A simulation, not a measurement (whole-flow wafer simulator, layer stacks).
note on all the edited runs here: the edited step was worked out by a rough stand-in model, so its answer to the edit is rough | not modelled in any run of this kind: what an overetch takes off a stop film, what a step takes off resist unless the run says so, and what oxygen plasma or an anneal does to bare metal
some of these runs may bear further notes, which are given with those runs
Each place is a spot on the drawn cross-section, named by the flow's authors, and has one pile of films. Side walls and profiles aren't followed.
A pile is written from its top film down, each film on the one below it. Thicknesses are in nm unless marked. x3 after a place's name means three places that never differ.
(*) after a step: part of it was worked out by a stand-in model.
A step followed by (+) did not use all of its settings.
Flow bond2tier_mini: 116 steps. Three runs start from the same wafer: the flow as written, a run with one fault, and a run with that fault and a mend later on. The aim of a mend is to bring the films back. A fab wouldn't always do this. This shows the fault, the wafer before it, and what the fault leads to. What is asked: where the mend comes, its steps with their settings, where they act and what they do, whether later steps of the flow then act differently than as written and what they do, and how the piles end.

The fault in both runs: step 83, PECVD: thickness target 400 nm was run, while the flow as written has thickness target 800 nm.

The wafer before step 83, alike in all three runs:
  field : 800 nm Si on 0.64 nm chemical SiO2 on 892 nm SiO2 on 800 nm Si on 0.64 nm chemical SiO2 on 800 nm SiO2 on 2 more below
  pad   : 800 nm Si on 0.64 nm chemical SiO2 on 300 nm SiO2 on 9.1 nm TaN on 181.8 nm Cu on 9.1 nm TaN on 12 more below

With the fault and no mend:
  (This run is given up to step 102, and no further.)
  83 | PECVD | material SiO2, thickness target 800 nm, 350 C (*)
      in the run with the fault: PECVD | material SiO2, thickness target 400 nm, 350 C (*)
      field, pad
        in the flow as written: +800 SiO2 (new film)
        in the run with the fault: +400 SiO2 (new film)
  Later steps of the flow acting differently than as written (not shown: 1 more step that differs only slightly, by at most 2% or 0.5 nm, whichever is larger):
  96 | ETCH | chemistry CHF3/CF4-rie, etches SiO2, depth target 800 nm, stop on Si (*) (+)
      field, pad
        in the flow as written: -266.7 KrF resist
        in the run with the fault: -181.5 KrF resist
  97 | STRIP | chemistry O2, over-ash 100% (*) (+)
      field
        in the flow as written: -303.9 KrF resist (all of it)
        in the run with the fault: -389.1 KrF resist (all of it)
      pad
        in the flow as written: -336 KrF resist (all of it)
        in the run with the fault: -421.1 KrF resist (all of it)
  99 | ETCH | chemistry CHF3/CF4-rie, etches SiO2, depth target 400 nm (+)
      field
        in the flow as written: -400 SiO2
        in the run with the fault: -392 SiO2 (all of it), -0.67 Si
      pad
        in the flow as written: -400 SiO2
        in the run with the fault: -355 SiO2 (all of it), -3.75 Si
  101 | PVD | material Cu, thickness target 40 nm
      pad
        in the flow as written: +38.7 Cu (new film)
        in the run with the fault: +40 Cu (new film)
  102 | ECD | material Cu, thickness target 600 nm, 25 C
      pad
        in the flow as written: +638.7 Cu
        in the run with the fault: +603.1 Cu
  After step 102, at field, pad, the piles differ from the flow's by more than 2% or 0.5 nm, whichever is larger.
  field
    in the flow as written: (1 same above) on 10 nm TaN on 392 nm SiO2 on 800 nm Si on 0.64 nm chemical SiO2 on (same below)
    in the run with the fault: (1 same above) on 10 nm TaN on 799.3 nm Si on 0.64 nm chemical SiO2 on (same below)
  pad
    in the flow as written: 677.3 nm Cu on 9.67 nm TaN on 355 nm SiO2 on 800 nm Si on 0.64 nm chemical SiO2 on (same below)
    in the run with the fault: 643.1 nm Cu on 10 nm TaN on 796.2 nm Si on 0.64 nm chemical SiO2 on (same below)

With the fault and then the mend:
  After step 83 comes the mend.
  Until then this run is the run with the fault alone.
  83a | PECVD | material SiO2, thickness target 400 nm, 350 C (*) (the flow's step 83, run once more with other settings)
      field, pad
        +400 SiO2
  Every later step of the flow that is run acts as written at every place that is followed.
  At every place that both follow, the piles at the end match the flow's.
